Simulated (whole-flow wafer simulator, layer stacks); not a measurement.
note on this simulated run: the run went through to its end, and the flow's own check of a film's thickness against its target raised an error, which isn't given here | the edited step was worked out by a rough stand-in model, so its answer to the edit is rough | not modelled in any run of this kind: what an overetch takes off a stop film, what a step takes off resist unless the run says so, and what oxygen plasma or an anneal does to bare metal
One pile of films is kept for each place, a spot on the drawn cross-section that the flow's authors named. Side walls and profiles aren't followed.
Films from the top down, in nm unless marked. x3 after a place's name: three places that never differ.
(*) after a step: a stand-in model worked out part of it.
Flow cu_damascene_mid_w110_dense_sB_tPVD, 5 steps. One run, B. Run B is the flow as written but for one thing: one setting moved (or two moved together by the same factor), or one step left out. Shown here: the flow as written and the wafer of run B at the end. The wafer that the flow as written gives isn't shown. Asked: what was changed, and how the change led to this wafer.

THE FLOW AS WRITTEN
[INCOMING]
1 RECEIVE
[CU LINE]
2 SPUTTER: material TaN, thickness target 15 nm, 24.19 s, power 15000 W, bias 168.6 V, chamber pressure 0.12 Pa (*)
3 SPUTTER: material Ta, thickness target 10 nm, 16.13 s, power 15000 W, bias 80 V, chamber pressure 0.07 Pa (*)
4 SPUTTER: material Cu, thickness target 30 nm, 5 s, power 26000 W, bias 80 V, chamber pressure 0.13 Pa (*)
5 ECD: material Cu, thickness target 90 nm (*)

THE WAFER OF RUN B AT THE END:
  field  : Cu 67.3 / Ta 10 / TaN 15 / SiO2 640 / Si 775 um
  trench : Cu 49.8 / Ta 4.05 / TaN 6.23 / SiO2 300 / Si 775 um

The cause: step 5, ECD: thickness target 37.3 nm was run, where the flow has thickness target 90 nm.

How the change led to this, step by step:
  5 ECD: material Cu, thickness target 90 nm (*)
      field: Cu +37.3 (as written it would be: Cu +90)
      trench: Cu +37.3 (as written it would be: Cu +462.2)
